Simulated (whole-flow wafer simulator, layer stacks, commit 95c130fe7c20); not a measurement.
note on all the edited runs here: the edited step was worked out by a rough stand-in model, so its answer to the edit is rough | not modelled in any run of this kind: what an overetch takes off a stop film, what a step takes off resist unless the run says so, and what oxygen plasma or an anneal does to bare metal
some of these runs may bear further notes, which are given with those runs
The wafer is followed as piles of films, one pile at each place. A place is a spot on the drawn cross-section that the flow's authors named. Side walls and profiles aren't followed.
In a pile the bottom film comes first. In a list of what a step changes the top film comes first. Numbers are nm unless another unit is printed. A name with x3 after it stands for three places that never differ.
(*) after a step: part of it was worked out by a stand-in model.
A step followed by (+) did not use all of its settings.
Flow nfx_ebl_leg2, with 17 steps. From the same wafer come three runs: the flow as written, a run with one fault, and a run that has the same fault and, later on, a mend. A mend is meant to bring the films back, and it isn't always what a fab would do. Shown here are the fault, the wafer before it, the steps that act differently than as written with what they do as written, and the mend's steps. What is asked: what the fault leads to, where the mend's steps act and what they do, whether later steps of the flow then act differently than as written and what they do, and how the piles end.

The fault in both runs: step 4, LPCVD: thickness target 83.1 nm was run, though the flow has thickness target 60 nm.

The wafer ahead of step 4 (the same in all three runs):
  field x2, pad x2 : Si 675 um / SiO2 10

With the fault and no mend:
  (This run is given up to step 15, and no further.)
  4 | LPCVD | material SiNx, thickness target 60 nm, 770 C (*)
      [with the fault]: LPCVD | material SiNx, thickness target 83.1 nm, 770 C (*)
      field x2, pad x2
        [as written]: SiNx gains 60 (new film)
        [with the fault]: SiNx gains 83.1 (new film)
  Steps further on in the flow that do not act as written:
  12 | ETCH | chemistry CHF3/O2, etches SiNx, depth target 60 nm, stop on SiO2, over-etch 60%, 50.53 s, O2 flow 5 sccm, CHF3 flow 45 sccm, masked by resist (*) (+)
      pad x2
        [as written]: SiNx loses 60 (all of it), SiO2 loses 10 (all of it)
        [with the fault]: SiNx loses 83.1 (all of it), SiO2 loses 6.45
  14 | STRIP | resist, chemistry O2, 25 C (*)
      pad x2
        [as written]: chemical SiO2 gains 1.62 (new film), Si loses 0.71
        [with the fault]: nothing
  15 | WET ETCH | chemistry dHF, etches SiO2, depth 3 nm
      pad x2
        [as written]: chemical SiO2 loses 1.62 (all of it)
        [with the fault]: SiO2 loses 3
  Once step 15 is done, the piles at field x2, pad x2 depart from the flow's by more than 2% or 0.5 nm, whichever is larger.
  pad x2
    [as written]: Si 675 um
    [with the fault]: Si 675 um / SiO2 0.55
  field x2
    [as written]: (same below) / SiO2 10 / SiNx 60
    [with the fault]: (same below) / SiO2 10 / SiNx 83.1

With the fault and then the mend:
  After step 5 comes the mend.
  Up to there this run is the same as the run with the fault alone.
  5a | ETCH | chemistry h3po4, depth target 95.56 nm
      field x2, pad x2
        SiNx loses 83.1 (all of it)
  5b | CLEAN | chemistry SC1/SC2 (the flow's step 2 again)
      does not change any film at any place that is followed
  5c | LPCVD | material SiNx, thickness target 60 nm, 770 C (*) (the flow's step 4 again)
      field x2, pad x2
        SiNx gains 60 (new film)
  Later steps of the flow that are run all act as written at every place that is followed.
  The piles end the same as the flow's at every place that both follow.
